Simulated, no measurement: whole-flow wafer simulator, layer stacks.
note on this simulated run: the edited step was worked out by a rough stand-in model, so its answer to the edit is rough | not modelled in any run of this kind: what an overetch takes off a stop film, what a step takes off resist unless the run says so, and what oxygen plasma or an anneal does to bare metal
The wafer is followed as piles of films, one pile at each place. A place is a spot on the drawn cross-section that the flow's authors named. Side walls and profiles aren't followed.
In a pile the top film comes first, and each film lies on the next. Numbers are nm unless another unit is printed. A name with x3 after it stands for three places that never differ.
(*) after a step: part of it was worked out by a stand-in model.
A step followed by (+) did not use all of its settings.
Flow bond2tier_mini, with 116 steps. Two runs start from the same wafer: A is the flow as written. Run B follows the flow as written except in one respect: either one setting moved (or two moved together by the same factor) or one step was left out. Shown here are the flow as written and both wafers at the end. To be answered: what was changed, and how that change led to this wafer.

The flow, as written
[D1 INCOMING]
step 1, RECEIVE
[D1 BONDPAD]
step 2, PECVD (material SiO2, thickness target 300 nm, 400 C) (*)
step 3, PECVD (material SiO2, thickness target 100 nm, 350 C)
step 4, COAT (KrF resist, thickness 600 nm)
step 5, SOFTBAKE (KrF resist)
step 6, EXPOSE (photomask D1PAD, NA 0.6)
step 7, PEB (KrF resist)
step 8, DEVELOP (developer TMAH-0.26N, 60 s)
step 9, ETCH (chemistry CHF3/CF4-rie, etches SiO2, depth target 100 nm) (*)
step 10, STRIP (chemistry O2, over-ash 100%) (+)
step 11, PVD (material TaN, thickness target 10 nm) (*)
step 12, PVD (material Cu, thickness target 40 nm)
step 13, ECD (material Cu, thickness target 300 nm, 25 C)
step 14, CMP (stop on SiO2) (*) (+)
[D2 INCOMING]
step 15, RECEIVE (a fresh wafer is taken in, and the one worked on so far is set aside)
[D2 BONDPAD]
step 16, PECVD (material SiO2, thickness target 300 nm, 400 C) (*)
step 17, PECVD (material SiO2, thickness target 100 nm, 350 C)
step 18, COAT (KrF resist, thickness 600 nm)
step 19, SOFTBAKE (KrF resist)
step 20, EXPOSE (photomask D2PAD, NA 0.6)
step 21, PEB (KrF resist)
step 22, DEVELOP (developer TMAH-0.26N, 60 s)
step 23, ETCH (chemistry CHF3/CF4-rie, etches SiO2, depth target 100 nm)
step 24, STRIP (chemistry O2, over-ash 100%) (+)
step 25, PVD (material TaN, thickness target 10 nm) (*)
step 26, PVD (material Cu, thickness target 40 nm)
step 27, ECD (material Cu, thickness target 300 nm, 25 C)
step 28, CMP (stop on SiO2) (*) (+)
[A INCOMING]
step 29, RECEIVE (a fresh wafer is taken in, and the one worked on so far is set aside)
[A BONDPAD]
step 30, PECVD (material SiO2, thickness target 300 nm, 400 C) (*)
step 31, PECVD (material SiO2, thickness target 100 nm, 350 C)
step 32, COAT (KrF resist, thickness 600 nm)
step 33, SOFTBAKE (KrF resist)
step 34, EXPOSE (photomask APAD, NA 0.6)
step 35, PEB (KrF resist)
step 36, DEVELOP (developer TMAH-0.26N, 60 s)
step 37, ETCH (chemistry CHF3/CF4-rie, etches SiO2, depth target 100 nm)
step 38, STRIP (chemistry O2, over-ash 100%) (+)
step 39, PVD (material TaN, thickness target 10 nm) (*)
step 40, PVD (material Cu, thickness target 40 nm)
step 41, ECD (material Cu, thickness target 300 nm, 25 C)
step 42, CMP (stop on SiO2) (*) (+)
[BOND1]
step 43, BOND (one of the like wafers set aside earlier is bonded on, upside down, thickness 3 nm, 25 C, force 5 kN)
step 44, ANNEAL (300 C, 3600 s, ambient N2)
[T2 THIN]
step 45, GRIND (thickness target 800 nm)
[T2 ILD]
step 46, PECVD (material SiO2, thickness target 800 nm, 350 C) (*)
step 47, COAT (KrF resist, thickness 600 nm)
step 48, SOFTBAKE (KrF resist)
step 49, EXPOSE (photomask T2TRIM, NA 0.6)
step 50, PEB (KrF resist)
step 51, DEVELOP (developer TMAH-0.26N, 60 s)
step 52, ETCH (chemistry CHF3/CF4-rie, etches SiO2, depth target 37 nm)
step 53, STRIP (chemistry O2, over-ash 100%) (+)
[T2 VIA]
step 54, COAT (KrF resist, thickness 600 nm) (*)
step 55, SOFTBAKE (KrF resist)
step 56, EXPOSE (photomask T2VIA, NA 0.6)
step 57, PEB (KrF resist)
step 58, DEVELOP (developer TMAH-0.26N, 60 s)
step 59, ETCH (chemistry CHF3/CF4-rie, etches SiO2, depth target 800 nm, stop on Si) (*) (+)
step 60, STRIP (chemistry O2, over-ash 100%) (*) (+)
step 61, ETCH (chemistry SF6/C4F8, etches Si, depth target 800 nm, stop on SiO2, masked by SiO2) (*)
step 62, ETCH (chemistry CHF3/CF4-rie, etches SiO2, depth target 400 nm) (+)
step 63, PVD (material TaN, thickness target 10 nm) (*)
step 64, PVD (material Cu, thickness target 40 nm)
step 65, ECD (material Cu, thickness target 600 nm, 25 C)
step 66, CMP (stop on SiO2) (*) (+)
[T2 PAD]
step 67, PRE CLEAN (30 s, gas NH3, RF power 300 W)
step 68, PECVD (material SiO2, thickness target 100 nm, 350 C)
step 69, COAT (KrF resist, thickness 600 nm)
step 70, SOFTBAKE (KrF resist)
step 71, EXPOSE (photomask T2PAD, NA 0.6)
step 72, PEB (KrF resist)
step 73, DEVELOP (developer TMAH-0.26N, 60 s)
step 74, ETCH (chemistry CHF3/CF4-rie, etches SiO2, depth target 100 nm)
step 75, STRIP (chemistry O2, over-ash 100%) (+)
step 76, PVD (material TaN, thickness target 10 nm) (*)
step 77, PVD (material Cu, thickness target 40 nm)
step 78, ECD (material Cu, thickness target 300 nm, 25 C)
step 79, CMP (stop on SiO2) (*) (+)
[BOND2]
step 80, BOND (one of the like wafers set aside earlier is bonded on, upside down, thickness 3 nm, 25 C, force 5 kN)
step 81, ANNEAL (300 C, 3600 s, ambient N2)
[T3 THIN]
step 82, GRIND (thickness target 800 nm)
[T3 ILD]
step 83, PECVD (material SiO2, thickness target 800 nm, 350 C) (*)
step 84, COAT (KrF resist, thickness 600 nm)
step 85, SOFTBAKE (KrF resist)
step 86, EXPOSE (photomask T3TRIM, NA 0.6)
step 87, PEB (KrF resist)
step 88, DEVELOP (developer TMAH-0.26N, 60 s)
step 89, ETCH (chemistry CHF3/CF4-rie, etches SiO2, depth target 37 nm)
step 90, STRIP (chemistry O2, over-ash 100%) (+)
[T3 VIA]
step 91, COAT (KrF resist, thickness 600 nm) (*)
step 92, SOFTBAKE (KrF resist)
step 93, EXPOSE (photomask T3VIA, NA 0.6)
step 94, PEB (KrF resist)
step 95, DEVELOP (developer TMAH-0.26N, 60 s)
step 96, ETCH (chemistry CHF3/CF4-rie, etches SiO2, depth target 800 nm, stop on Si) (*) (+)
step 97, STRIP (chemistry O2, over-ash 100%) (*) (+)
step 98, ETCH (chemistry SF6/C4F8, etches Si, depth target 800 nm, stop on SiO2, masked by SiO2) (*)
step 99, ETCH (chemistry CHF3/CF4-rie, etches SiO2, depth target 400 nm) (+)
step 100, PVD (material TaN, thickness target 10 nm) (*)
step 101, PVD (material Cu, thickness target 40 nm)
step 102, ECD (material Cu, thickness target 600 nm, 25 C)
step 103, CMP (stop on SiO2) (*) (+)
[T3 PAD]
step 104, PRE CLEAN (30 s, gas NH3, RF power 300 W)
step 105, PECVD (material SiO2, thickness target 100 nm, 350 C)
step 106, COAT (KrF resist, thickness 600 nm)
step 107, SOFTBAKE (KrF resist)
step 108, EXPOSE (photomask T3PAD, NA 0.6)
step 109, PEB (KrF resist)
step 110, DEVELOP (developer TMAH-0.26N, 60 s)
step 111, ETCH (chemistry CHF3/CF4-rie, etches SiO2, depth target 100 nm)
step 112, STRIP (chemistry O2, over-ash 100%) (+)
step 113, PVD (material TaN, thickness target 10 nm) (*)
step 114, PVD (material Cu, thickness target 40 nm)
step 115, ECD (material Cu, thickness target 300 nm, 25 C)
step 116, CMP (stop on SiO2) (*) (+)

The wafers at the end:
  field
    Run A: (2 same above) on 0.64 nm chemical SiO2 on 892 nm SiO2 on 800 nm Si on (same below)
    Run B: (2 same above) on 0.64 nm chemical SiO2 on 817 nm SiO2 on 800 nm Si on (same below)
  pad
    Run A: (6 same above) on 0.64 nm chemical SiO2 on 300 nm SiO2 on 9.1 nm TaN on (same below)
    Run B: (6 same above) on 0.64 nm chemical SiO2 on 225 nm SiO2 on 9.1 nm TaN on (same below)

Cause: step 16, PECVD: thickness target 225 nm was run, though the flow has thickness target 300 nm.
The wafer itself shows it: pad has SiO2 225, and step 16 as written asks for 300 nm.

How this came from the change, step by step:
  step 16, PECVD (material SiO2, thickness target 300 nm, 400 C) (*)
      field, pad, via: A +300 SiO2 (new film) | B +225 SiO2 (new film)
  step 80, BOND (one of the like wafers set aside earlier is bonded on, upside down, thickness 3 nm, 25 C, force 5 kN)
      field: A +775 um Si (new film), +0.64 chemical SiO2 (new film), +400 SiO2 | B +775 um Si (new film), +0.64 chemical SiO2 (new film), +325 SiO2
      pad: A +775 um Si (new film), +0.64 chemical SiO2 (new film), +300 SiO2 (new film), +9.1 TaN (new film), +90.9 Cu | B +775 um Si (new film), +0.64 chemical SiO2 (new film), +225 SiO2 (new film), +9.1 TaN (new film), +90.9 Cu
